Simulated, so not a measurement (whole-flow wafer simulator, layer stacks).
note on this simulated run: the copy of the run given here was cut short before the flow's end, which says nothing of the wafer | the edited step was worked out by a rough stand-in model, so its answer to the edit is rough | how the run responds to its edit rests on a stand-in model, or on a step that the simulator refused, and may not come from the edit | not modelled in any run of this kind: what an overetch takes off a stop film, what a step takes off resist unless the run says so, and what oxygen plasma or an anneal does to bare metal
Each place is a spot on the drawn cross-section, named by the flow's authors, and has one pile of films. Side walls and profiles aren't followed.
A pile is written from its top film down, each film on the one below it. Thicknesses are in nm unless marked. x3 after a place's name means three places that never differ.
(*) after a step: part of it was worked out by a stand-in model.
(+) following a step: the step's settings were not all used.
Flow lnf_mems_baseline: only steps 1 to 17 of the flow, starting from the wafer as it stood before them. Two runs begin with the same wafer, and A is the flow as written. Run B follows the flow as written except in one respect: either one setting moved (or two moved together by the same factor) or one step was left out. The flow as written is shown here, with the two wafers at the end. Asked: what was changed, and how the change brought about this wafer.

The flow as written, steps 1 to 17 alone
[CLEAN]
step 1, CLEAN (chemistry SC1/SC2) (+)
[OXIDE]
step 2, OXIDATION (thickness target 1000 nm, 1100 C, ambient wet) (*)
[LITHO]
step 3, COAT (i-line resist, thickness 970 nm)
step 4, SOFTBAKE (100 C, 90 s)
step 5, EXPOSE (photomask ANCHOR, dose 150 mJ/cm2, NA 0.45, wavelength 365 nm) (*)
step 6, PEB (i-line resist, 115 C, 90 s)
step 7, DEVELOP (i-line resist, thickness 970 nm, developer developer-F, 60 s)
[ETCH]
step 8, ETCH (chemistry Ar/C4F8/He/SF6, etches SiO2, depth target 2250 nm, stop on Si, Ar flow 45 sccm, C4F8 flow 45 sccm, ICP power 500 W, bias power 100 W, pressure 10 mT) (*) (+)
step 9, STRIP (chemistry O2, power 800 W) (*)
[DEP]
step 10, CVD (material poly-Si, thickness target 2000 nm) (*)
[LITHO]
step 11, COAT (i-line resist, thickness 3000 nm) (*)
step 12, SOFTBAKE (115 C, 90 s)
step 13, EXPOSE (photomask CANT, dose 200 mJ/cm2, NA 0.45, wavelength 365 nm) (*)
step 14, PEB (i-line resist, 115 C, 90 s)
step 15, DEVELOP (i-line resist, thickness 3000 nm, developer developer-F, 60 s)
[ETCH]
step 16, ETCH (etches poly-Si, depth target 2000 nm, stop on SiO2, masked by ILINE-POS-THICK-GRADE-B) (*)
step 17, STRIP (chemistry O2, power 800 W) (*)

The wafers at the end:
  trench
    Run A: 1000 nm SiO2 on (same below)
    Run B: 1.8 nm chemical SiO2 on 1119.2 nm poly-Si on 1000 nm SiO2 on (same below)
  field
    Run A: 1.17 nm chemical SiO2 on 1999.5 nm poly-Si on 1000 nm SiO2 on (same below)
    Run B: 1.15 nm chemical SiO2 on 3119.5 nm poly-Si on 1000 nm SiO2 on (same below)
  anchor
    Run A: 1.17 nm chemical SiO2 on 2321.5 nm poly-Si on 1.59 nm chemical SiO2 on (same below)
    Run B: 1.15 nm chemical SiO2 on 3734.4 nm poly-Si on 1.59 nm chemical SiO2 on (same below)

The reason: step 10, CVD: thickness target 3120 nm was run, whereas the flow has thickness target 2000 nm.

Step by step, how the change led to this:
  step 10, CVD (material poly-Si, thickness target 2000 nm) (*)
      field, beam, trench, char_slit: A +2000 poly-Si (new film) | B +3120 poly-Si (new film)
      anchor: A +2322 poly-Si (new film) | B +3734.9 poly-Si (new film)
  step 11, COAT (i-line resist, thickness 3000 nm) (*)
      anchor: A +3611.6 i-line resist (new film) | B +3336.1 i-line resist (new film)
  step 12, SOFTBAKE (115 C, 90 s)
      field: A -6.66 i-line resist | B -5.01 i-line resist
      anchor: A +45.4 i-line resist | B +33.1 i-line resist
      (and at 2 other places as well)
  step 14, PEB (i-line resist, 115 C, 90 s)
      anchor: A -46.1 i-line resist | B -41 i-line resist
  step 16, ETCH (etches poly-Si, depth target 2000 nm, stop on SiO2, masked by ILINE-POS-THICK-GRADE-B) (*)
      trench, char_slit: A -2000 poly-Si (all of it) | B -2000 poly-Si
  step 17, STRIP (chemistry O2, power 800 W) (*)
      trench, char_slit: A nothing | B +1.8 chemical SiO2 (new film), -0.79 poly-Si
      anchor: A +1.17 chemical SiO2 (new film), -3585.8 i-line resist (all of it), -0.52 poly-Si | B +1.15 chemical SiO2 (new film), -3303.1 i-line resist (all of it), -0.51 poly-Si
